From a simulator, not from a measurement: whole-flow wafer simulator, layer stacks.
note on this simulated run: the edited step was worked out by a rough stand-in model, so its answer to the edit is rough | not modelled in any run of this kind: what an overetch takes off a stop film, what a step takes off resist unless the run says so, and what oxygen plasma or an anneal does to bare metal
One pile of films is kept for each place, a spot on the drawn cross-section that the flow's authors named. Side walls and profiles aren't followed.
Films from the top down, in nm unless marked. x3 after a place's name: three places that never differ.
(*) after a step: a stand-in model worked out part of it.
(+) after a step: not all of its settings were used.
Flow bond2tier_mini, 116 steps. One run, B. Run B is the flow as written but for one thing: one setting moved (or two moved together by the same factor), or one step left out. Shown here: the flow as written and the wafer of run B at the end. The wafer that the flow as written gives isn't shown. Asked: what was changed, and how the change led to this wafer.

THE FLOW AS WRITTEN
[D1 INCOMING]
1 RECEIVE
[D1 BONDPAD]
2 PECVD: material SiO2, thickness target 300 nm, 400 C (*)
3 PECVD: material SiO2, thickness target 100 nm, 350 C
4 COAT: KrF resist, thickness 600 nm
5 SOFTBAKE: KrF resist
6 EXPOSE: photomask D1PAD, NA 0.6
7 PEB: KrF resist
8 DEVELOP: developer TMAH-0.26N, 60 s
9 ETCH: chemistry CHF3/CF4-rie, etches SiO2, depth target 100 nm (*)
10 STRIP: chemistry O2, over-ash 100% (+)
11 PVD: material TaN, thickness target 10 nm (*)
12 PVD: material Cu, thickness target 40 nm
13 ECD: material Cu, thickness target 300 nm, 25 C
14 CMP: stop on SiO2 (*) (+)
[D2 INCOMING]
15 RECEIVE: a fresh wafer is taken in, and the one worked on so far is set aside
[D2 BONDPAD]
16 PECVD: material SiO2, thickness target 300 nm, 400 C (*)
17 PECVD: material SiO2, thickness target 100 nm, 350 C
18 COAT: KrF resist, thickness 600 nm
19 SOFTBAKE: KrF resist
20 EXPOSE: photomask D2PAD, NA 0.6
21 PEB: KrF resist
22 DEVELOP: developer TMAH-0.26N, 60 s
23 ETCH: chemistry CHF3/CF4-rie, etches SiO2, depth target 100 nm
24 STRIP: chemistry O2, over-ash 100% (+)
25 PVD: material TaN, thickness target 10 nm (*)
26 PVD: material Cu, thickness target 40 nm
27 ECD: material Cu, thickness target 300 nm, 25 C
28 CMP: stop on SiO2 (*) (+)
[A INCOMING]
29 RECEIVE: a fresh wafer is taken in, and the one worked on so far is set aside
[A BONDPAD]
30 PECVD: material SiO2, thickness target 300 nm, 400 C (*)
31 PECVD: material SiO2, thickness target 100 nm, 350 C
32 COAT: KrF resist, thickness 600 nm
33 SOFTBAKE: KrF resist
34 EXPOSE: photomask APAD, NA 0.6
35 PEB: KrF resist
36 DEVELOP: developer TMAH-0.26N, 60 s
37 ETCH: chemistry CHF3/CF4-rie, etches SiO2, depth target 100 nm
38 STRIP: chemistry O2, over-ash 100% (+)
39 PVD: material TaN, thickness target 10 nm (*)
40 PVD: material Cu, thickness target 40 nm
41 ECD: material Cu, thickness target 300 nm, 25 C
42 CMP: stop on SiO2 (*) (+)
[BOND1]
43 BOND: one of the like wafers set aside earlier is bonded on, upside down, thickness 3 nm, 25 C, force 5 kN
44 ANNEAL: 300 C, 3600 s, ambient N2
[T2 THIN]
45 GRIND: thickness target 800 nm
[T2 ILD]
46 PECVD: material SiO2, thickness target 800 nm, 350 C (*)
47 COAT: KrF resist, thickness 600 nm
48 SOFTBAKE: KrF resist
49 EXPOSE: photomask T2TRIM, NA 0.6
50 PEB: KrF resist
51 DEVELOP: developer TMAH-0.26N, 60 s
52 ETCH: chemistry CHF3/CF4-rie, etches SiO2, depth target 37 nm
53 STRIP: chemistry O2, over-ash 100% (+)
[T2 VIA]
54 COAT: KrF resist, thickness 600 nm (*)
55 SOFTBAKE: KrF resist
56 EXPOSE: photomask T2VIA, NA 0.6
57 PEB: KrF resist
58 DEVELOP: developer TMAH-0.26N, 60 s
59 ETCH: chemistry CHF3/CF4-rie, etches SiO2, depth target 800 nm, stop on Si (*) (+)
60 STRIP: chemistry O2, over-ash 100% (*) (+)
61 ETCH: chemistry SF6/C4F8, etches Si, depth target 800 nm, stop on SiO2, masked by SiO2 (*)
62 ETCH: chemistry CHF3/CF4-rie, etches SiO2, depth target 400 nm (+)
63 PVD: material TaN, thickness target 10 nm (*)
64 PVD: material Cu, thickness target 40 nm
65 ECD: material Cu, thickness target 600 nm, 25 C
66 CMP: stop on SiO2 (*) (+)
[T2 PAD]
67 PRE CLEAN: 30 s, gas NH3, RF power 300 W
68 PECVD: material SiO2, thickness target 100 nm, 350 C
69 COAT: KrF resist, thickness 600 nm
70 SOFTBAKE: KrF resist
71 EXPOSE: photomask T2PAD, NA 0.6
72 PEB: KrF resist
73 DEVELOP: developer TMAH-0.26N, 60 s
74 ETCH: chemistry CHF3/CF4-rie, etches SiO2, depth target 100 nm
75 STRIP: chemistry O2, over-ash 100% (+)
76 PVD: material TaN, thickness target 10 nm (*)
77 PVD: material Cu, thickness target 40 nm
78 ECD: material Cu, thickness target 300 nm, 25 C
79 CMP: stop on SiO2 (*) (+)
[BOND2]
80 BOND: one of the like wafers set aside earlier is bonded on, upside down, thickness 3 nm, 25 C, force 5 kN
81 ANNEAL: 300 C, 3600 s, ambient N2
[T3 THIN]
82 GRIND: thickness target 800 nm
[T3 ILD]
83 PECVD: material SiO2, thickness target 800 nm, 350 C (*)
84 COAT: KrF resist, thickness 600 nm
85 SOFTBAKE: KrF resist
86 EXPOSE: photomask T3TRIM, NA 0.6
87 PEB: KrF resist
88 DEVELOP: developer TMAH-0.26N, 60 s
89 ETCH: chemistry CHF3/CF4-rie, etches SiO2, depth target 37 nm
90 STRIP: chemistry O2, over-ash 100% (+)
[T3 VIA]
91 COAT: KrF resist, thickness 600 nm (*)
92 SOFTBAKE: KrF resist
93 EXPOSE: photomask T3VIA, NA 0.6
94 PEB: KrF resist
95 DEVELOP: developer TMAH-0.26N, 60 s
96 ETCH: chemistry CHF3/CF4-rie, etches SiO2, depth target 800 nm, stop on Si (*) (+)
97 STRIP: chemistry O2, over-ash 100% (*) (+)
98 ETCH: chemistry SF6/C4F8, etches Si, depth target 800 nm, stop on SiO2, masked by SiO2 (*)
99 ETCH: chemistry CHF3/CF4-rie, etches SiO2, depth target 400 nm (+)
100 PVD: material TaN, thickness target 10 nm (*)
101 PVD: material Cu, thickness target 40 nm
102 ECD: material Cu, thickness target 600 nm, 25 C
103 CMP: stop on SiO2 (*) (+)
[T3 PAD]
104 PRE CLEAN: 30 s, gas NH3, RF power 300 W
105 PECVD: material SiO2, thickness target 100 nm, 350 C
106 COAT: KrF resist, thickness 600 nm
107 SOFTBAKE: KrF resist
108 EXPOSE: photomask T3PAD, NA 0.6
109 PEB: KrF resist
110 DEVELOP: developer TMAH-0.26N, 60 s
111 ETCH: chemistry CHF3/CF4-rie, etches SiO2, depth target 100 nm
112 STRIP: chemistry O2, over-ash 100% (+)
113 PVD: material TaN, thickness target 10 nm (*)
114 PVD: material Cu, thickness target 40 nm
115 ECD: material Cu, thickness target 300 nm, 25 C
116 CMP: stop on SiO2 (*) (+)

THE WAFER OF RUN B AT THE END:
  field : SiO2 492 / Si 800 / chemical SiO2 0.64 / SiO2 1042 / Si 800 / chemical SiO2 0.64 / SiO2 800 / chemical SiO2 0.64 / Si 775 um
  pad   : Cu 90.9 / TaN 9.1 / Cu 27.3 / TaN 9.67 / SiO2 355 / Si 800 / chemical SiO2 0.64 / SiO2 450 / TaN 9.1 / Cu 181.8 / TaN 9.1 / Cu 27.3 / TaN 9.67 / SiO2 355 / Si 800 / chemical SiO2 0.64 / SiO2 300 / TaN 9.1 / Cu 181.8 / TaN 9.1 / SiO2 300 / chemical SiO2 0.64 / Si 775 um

The cause: step 16, PECVD: thickness target 450 nm was run, where the flow has thickness target 300 nm.
It can be read off the wafer: pad has SiO2 450, and step 16 as written asks for 300 nm.

How the change led to this, step by step:
  16 PECVD: material SiO2, thickness target 300 nm, 400 C (*)
      field, pad, via: SiO2 +450 (new film) (as written it would be: SiO2 +300 (new film))
  80 BOND: one of the like wafers set aside earlier is bonded on, upside down, thickness 3 nm, 25 C, force 5 kN
      field: Si +775 um (new film), chemical SiO2 +0.64 (new film), SiO2 +550 (as written it would be: Si +775 um (new film), chemical SiO2 +0.64 (new film), SiO2 +400)
      pad: Si +775 um (new film), chemical SiO2 +0.64 (new film), SiO2 +450 (new film), TaN +9.1 (new film), Cu +90.9 (as written it would be: Si +775 um (new film), chemical SiO2 +0.64 (new film), SiO2 +300 (new film), TaN +9.1 (new film), Cu +90.9)
